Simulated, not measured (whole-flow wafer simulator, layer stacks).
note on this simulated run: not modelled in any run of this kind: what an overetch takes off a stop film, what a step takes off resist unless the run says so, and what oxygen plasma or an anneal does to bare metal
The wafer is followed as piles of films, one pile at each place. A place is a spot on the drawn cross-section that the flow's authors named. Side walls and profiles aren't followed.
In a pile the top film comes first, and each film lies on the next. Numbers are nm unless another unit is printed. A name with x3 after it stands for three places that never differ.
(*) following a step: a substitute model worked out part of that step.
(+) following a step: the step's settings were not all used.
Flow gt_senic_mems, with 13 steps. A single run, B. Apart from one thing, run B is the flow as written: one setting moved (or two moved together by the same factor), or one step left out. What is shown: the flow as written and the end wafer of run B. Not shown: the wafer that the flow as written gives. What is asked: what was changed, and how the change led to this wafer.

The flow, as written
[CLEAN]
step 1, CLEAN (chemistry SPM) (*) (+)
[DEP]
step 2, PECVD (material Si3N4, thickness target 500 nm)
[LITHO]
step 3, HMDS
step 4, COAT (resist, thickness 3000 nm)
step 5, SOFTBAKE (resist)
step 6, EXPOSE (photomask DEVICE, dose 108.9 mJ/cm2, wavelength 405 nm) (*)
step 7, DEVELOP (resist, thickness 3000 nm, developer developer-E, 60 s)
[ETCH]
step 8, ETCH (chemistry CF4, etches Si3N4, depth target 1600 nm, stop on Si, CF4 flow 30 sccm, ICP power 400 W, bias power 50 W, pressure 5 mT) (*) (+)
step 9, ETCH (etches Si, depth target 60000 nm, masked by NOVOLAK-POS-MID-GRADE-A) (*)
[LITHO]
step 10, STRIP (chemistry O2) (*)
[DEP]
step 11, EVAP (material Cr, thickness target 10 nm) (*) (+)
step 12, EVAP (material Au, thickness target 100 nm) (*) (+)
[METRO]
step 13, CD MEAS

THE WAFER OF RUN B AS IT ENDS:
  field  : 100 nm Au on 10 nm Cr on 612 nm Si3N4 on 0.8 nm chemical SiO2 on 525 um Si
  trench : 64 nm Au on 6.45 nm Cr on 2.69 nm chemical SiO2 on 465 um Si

What caused this: step 2, PECVD: thickness target 612 nm was run, though the flow has thickness target 500 nm.
The wafer itself shows it: field has Si3N4 612, and step 2 as written asks for 500 nm.

Step by step, how the change led to this:
  step 2, PECVD (material Si3N4, thickness target 500 nm)
      field, trench: Si3N4 gains 612 (new film) (as written it would have been: Si3N4 gains 500 (new film))
  step 8, ETCH (chemistry CF4, etches Si3N4, depth target 1600 nm, stop on Si, CF4 flow 30 sccm, ICP power 400 W, bias power 50 W, pressure 5 mT) (*) (+)
      field: resist loses 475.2 (as written it would have been: resist loses 400.5)
      trench: Si3N4 loses 612 (all of it), chemical SiO2 loses 0.8 (all of it) (as written it would have been: Si3N4 loses 500 (all of it), chemical SiO2 loses 0.8 (all of it))
  step 10, STRIP (chemistry O2) (*)
      field: resist loses 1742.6 (all of it) (as written it would have been: resist loses 1817.3 (all of it))
